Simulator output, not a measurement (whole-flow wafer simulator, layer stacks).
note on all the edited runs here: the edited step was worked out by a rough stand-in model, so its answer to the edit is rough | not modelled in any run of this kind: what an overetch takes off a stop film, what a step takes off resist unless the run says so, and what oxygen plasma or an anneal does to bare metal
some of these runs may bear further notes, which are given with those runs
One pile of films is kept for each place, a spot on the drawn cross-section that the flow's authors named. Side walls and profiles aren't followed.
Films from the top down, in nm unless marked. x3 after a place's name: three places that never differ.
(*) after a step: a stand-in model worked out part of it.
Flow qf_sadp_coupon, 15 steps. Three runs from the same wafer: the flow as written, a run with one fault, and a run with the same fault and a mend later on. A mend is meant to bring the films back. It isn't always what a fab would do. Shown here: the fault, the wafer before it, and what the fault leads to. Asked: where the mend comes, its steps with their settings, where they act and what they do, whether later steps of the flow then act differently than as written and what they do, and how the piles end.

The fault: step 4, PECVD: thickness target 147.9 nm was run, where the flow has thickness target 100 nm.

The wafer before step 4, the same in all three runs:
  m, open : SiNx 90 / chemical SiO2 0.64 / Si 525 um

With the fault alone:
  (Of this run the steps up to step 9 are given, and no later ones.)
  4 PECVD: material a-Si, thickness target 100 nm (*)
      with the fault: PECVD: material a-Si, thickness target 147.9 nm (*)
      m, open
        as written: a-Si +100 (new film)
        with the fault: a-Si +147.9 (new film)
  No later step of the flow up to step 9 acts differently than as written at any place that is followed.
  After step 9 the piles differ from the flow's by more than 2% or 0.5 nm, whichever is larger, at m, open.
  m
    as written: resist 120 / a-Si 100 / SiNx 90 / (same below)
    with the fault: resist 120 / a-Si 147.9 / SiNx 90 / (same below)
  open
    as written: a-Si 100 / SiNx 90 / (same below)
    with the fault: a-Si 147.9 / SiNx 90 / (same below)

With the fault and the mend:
  The mend comes after step 4.
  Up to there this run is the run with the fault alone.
  4a ETCH: chemistry tmah, depth target 170.1 nm
      m, open
        a-Si -147.9 (all of it)
  4b PECVD: material a-Si, thickness target 100 nm (*) (the flow's step 4 once more)
      m, open
        a-Si +100 (new film)
  No later step of the flow acts differently than as written at any place that is followed.
  At the end the piles are the same as the flow's at every place that both follow.
